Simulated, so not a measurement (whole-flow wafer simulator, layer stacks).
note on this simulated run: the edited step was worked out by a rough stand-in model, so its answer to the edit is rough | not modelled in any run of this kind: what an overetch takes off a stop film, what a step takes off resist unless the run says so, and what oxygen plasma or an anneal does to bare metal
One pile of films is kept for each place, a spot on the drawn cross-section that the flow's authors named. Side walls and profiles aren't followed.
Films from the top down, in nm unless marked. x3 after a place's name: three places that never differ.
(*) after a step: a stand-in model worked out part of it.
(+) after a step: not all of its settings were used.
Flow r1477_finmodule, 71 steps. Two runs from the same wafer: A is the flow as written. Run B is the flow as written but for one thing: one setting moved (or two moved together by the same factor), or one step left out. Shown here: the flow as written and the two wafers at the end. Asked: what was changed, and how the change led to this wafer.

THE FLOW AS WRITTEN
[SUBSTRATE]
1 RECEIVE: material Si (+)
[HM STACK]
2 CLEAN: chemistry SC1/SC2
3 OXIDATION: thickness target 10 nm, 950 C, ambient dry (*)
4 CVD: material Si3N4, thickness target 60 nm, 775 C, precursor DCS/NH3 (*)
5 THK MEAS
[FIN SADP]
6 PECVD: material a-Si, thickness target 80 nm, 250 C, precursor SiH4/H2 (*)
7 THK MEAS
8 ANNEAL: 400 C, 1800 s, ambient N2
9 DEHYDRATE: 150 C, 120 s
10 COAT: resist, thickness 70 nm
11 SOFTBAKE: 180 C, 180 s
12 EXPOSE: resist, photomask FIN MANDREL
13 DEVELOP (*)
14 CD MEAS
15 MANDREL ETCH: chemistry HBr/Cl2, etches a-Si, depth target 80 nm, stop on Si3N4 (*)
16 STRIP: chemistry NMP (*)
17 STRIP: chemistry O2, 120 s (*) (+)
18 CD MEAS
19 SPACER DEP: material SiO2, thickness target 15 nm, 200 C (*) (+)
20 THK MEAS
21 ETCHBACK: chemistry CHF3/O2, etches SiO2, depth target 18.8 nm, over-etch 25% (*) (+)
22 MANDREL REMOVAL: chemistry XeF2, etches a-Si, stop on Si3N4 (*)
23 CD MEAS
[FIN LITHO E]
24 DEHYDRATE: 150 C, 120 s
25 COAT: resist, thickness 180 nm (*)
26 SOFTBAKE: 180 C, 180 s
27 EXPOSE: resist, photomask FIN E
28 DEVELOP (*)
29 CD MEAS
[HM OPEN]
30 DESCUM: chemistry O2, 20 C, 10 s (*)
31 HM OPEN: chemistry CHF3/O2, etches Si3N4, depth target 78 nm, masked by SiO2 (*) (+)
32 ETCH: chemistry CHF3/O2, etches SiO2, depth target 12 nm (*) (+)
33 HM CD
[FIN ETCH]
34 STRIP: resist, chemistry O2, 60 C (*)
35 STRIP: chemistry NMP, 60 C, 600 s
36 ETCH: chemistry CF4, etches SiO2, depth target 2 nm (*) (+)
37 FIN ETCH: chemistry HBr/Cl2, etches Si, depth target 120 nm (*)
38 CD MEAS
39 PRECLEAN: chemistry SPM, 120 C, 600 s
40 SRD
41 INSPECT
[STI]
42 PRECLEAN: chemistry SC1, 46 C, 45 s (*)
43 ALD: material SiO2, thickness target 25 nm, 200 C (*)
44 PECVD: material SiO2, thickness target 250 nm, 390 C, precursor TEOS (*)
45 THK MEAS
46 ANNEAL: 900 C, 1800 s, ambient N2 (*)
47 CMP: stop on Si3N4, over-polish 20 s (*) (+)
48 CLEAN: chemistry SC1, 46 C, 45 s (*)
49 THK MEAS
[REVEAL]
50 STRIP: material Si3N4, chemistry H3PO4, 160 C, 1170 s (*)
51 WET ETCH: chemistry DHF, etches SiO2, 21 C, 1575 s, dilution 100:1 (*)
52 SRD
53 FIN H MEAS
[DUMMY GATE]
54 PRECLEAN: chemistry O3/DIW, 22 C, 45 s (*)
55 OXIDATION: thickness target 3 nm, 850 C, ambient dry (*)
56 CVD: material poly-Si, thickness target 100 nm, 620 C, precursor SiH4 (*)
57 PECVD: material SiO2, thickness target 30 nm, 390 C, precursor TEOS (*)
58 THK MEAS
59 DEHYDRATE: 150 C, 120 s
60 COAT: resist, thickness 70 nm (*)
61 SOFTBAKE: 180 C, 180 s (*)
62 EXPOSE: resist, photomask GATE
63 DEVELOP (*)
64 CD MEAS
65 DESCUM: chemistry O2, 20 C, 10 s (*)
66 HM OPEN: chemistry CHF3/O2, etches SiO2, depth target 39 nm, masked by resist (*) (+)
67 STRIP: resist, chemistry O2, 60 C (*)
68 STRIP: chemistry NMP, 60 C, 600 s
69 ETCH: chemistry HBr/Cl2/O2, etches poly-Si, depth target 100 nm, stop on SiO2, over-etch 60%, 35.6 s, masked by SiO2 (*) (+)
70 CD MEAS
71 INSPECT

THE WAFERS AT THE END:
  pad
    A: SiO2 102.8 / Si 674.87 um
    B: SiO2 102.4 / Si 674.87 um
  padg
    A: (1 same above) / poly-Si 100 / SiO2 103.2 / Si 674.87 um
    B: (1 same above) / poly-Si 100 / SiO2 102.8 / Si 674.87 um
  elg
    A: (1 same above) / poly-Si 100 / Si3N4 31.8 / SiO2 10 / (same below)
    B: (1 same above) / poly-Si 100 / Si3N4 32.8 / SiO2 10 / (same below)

The cause: step 36, ETCH: depth target 1.1 nm was run, where the flow has depth target 2 nm.

How the change led to this, step by step:
  36 ETCH: chemistry CF4, etches SiO2, depth target 2 nm (*) (+)
      pad, padg, esg and 19 more: A chemical SiO2 -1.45 (all of it), Si -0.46 | B chemical SiO2 -1.1
      elg, e40lg, e100lg, e200lg, elo, e40lo, e100lo, e200lo: A Si3N4 -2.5 | B Si3N4 -1.38
      (and at 6 more places)
  51 WET ETCH: chemistry DHF, etches SiO2, 21 C, 1575 s, dilution 100:1 (*)
      elg, e40lg, e100lg, e200lg, elo, e40lo, e100lo, e200lo: A SiO2 -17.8 (all of it), Si3N4 -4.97 | B SiO2 -16.7 (all of it), Si3N4 -5.06
